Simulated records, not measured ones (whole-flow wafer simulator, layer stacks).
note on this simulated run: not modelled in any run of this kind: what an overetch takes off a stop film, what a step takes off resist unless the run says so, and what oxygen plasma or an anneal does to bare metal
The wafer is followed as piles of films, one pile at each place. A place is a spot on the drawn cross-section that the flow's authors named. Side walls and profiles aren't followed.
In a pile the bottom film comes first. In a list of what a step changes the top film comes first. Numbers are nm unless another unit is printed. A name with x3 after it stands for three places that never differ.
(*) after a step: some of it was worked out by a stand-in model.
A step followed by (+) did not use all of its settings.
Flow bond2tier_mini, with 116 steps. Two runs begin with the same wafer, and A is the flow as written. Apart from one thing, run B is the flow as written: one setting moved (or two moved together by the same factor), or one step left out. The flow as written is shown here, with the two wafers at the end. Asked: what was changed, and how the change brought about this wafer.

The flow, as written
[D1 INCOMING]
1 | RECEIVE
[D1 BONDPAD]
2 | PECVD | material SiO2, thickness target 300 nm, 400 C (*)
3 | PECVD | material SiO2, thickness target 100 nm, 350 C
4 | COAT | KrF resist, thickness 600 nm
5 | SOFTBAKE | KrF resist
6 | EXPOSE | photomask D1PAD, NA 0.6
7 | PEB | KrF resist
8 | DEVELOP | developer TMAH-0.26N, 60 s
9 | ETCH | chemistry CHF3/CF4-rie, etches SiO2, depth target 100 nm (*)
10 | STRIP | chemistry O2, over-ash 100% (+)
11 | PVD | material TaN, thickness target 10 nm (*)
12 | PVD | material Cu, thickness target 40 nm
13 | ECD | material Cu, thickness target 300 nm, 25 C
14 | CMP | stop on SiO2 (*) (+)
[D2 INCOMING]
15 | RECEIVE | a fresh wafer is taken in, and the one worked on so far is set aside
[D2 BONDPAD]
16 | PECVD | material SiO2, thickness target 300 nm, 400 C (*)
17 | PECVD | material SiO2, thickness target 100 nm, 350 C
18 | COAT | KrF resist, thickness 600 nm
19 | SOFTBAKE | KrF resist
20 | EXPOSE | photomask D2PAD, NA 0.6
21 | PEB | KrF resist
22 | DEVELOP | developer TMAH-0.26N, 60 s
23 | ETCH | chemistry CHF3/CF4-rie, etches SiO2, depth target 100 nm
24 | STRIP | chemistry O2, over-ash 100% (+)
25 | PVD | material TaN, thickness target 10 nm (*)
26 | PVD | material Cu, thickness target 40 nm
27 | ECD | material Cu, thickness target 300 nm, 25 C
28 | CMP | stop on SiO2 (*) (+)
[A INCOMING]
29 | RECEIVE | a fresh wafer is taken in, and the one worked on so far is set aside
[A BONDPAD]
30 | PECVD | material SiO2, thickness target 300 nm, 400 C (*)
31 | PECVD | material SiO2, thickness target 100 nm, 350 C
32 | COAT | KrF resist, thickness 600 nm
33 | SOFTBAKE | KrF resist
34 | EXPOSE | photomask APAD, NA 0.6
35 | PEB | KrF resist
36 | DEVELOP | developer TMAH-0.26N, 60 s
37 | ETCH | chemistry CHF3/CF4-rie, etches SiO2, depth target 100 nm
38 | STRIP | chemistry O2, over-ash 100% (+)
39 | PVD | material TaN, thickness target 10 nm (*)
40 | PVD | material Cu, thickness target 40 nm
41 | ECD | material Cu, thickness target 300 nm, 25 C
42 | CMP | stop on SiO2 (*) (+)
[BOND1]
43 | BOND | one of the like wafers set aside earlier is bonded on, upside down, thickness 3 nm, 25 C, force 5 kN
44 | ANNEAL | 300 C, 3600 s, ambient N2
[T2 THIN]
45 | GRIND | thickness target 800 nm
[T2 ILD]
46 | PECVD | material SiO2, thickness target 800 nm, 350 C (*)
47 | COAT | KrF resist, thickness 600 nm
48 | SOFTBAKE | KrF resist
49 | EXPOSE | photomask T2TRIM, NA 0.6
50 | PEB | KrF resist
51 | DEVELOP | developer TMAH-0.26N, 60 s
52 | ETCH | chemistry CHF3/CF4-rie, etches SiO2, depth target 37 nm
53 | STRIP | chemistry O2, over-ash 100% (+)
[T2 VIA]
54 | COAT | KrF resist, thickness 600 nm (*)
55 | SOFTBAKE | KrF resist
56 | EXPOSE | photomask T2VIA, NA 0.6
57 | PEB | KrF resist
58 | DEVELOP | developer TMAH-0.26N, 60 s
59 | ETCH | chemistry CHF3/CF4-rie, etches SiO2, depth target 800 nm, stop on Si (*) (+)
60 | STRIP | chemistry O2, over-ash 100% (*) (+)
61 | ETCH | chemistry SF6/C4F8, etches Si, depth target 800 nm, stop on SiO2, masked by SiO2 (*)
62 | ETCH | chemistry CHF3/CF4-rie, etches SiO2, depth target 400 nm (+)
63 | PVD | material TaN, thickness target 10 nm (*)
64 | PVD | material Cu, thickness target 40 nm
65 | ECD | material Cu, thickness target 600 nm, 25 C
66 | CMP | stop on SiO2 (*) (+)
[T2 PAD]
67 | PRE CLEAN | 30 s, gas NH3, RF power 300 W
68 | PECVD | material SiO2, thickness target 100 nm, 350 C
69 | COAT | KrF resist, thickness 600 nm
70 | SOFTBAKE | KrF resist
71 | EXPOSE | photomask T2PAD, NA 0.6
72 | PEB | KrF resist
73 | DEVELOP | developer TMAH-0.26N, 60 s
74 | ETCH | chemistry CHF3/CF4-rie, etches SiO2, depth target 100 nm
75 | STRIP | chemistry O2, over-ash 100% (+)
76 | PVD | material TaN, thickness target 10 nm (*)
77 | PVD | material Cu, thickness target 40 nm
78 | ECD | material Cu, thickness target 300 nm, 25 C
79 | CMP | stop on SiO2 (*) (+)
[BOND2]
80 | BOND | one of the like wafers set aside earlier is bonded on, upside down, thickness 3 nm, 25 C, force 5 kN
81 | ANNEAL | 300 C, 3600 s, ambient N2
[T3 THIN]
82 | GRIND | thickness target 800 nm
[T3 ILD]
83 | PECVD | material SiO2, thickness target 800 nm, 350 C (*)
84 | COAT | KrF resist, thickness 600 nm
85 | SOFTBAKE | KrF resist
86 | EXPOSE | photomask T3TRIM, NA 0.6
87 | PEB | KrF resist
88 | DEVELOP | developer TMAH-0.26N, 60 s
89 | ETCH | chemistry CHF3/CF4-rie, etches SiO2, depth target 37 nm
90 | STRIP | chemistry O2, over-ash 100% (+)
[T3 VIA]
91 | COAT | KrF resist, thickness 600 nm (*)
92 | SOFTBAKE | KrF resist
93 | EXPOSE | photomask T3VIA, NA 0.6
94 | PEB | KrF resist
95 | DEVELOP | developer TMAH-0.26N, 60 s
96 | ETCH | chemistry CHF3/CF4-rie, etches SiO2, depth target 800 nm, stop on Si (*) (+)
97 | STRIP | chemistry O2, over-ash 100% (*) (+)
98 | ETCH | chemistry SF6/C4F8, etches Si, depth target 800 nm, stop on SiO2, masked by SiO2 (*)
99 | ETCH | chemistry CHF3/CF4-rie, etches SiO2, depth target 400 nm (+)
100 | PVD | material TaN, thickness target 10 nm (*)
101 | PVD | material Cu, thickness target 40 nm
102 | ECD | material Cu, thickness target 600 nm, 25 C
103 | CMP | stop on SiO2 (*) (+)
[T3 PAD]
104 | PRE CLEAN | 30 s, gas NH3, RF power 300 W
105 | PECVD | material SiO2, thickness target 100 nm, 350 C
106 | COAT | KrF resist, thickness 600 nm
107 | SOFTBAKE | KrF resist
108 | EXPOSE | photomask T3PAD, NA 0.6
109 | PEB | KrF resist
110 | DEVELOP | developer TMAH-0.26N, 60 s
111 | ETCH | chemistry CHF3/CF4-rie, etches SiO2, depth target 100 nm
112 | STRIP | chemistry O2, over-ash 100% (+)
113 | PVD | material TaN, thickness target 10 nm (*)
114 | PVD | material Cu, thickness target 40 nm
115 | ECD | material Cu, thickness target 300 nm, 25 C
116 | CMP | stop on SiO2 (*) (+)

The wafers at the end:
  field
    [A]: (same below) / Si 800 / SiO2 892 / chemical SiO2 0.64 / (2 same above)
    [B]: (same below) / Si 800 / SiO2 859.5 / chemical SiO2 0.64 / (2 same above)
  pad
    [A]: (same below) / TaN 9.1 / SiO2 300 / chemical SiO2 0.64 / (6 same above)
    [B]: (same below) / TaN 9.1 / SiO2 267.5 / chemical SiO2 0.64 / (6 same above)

The reason: step 17, PECVD: thickness target 67.5 nm was run, whereas the flow has thickness target 100 nm.

The path from the change to this, step by step:
  17 | PECVD | material SiO2, thickness target 100 nm, 350 C
      field, pad, via: A SiO2 gains 100 | B SiO2 gains 67.5
  80 | BOND | one of the like wafers set aside earlier is bonded on, upside down, thickness 3 nm, 25 C, force 5 kN
      field: A Si gains 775 um (new film), chemical SiO2 gains 0.64 (new film), SiO2 gains 400 | B Si gains 775 um (new film), chemical SiO2 gains 0.64 (new film), SiO2 gains 367.5
      pad: A Si gains 775 um (new film), chemical SiO2 gains 0.64 (new film), SiO2 gains 300 (new film), TaN gains 9.1 (new film), Cu gains 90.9 | B Si gains 775 um (new film), chemical SiO2 gains 0.64 (new film), SiO2 gains 267.5 (new film), TaN gains 9.1 (new film), Cu gains 90.9
